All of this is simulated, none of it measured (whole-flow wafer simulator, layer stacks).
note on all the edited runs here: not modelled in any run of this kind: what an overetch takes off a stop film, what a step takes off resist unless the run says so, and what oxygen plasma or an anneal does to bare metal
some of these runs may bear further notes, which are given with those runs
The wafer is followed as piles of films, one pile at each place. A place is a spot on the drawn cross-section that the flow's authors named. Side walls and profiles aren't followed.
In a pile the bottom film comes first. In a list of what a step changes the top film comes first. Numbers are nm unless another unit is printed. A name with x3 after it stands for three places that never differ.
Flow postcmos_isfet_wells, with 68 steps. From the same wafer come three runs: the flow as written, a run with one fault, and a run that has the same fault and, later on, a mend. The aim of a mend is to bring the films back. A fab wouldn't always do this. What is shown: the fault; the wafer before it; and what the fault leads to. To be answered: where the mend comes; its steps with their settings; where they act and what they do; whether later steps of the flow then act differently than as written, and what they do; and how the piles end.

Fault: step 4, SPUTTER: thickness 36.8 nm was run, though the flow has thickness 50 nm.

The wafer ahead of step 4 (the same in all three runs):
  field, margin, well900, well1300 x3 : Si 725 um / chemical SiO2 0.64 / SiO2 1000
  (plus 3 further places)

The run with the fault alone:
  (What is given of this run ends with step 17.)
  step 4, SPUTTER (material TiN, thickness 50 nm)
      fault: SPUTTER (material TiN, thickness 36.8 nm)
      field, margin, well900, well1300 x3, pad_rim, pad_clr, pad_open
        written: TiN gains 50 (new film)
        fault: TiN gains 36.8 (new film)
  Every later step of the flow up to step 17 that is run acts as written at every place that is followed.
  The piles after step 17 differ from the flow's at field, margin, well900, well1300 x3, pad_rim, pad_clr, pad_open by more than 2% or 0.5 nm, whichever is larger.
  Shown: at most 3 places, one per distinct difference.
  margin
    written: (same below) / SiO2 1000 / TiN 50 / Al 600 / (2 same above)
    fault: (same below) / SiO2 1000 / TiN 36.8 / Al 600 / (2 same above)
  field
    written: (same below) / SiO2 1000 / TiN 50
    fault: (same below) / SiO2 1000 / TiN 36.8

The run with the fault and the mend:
  After step 4 comes the mend.
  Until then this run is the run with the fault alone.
  step 4a, ETCH (chemistry peroxide tin strip, depth target 42.32 nm)
      field, margin, well900, well1300 x3, pad_rim, pad_clr, pad_open
        TiN loses 36.8 (all of it)
  step 4b, SPUTTER (material TiN, thickness 50 nm) (the flow's step 4 again)
      field, margin, well900, well1300 x3, pad_rim, pad_clr, pad_open
        TiN gains 50 (new film)
  Every later step of the flow that is run acts as written at every place that is followed.
  The piles end the same as the flow's at every place that both follow.
